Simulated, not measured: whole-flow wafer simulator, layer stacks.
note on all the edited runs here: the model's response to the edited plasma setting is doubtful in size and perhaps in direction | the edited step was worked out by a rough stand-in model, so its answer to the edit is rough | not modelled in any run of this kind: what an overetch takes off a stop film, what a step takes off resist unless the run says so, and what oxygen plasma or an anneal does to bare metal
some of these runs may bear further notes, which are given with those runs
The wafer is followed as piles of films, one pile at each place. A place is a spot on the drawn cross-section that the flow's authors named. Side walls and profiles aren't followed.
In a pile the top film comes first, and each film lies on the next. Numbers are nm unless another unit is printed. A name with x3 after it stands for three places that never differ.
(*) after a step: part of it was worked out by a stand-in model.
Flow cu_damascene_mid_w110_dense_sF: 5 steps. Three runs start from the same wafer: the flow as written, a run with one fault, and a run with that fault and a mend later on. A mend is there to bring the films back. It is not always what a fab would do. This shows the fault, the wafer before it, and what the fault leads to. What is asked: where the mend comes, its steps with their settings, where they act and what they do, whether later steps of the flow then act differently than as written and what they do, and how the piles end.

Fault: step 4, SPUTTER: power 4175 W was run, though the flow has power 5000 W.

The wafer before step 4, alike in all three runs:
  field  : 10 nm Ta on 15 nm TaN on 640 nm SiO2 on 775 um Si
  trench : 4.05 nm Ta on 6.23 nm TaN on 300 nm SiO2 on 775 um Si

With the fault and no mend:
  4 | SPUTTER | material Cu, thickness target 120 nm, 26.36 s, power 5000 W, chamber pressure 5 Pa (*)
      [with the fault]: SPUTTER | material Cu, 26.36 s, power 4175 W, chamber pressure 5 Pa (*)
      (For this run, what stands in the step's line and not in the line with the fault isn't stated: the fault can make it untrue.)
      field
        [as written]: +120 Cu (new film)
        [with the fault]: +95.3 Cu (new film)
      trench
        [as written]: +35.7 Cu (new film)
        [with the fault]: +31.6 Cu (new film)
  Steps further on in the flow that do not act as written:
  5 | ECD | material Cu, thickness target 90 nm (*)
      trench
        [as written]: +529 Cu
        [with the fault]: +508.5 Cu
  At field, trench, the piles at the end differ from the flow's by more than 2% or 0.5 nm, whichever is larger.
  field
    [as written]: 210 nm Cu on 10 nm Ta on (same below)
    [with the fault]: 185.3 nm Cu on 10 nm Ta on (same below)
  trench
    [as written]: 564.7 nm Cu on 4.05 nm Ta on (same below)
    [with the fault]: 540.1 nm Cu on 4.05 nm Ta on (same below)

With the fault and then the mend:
  After step 4 comes the mend.
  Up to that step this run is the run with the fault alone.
  4a | SPUTTER | material Cu, 6.027 s, power 5000 W, chamber pressure 5 Pa (*) (a further turn of the flow's step 4, with different settings)
      field
        +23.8 Cu
      trench
        +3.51 Cu
  Later steps of the flow that are run all act as written at every place that is followed, up to a difference of at most 2% or 0.5 nm, whichever is larger.
  The piles end only slightly different from the flow's at the places that both follow, by no more than 2% or 0.5 nm, whichever is larger.
